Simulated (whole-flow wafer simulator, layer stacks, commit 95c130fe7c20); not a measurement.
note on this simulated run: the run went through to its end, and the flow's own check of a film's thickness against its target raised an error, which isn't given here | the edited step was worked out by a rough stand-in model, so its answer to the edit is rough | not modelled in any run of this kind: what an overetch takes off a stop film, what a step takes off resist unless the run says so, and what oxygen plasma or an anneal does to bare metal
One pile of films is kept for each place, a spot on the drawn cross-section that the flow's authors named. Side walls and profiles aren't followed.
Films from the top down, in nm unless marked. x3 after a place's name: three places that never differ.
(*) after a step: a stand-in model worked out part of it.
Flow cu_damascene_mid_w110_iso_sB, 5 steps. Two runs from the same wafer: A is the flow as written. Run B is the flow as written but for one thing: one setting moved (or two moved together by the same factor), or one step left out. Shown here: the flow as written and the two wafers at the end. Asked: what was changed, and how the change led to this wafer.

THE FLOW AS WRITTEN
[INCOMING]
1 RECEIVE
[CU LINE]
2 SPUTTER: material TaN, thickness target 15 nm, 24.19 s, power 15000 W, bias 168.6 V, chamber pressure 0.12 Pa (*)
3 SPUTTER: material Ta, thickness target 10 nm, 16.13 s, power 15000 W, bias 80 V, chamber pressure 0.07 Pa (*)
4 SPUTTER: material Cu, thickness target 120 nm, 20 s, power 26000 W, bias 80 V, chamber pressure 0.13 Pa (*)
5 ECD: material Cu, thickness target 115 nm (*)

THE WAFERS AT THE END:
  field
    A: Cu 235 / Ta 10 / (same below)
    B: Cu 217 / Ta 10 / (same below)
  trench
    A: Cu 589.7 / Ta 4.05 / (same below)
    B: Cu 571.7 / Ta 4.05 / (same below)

The cause: step 4, SPUTTER: thickness target 102 nm was run, where the flow has thickness target 120 nm; step 4, SPUTTER: 17 s was run, where the flow has 20 s.

How the change led to this, step by step:
  4 SPUTTER: material Cu, thickness target 120 nm, 20 s, power 26000 W, bias 80 V, chamber pressure 0.13 Pa (*)
      field: A Cu +120 (new film) | B Cu +102 (new film)
      trench: A Cu +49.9 (new film) | B Cu +42.4 (new film)
